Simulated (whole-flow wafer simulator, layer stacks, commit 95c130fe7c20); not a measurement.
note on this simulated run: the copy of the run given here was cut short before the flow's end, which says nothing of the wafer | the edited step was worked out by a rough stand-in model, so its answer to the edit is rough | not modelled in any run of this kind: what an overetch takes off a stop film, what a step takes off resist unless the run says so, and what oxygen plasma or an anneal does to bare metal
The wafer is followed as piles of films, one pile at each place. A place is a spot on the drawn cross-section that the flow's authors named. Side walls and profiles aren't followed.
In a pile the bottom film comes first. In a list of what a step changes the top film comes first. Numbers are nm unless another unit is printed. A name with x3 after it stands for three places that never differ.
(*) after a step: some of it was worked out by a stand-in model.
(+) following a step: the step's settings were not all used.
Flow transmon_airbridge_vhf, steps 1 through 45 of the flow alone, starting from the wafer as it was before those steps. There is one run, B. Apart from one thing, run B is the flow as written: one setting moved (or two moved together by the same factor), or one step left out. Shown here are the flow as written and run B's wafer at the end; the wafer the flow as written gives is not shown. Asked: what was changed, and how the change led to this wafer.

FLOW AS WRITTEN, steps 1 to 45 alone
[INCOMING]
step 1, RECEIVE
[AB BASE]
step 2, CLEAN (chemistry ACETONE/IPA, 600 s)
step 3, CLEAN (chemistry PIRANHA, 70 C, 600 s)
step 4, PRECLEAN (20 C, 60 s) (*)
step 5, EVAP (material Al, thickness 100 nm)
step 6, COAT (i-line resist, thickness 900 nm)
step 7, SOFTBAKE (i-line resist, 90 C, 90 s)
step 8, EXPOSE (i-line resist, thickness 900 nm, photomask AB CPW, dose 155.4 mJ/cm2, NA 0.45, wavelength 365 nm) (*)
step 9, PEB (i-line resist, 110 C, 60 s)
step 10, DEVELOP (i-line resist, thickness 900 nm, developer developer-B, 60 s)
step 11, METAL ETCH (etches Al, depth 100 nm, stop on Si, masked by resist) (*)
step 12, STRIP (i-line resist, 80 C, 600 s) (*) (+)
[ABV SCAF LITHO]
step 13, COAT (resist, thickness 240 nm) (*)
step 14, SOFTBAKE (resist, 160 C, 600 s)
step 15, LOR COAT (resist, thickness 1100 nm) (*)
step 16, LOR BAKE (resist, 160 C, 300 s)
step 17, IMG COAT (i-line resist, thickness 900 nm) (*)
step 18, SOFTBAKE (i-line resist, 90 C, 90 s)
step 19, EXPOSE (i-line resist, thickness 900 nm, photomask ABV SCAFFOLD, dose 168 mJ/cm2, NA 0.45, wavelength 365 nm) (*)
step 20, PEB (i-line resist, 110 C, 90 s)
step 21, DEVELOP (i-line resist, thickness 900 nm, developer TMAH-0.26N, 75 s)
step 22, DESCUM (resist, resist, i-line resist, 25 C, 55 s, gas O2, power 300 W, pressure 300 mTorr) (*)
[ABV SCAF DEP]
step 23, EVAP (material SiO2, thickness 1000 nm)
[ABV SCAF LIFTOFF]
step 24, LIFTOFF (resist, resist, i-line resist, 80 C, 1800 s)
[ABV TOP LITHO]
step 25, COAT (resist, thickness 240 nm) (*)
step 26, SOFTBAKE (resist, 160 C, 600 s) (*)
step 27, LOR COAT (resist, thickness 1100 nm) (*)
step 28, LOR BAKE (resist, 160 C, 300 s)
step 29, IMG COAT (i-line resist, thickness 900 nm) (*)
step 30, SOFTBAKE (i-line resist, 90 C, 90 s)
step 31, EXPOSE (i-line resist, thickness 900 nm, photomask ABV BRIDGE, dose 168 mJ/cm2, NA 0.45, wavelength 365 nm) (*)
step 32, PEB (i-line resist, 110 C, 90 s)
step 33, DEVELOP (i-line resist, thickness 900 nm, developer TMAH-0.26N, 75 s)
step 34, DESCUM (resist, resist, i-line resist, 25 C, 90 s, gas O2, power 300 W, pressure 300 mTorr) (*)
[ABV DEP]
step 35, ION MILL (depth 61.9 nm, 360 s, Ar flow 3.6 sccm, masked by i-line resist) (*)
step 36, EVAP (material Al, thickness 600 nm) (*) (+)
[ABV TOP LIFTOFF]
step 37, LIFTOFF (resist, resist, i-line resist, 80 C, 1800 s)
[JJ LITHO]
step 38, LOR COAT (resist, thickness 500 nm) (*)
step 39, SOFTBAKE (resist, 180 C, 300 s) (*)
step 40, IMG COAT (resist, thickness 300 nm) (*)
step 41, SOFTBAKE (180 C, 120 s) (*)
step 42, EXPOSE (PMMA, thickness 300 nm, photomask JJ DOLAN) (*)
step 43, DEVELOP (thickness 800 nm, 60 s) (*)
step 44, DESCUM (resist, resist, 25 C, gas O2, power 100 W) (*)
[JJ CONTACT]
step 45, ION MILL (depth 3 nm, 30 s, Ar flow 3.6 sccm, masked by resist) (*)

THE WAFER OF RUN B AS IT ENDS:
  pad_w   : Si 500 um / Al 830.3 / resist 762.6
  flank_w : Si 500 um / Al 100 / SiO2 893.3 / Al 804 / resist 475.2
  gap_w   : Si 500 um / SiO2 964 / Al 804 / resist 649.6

The reason: step 36, EVAP: thickness 804 nm was run, whereas the flow has thickness 600 nm.
The wafer lets one read it off: flank_w has Al 804, and step 36 as written asks for 600 nm.

How this came from the change, step by step:
  step 36, EVAP (material Al, thickness 600 nm) (*) (+)
      field x3, jj_line, ground_far and 10 more: +804 Al (new film) (as written it would have been: +600 Al (new film))
      pad_w, pad_e: +792.2 Al (as written it would have been: +591.2 Al)
  step 37, LIFTOFF (resist, resist, i-line resist, 80 C, 1800 s)
      field x3, jj_line, trace_open_s x2: -804 Al (all of it), -600 i-line resist (all of it), -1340 resist (all of it) (as written it would have been: -600 Al (all of it), -600 i-line resist (all of it), -1340 resist (all of it))
      margin_s, margin_n: -804 Al (all of it), -318.3 i-line resist (all of it), -992 resist (all of it) (as written it would have been: -600 Al (all of it), -318.3 i-line resist (all of it), -992 resist (all of it))
      (and at 1 other place as well)
  step 38, LOR COAT (resist, thickness 500 nm) (*)
      pad_w, pad_e: +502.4 resist (new film) (as written it would have been: +517 resist (new film))
      margin_s, margin_n: +460.4 resist (new film) (as written it would have been: +445.3 resist (new film))
      (and at 1 other place as well)
  step 40, IMG COAT (resist, thickness 300 nm) (*)
      pad_w, pad_e: +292 resist (as written it would have been: +300.1 resist)
      flank_w, flank_e: +205.5 resist (as written it would have been: +212.1 resist)
      (and at 4 other places as well)
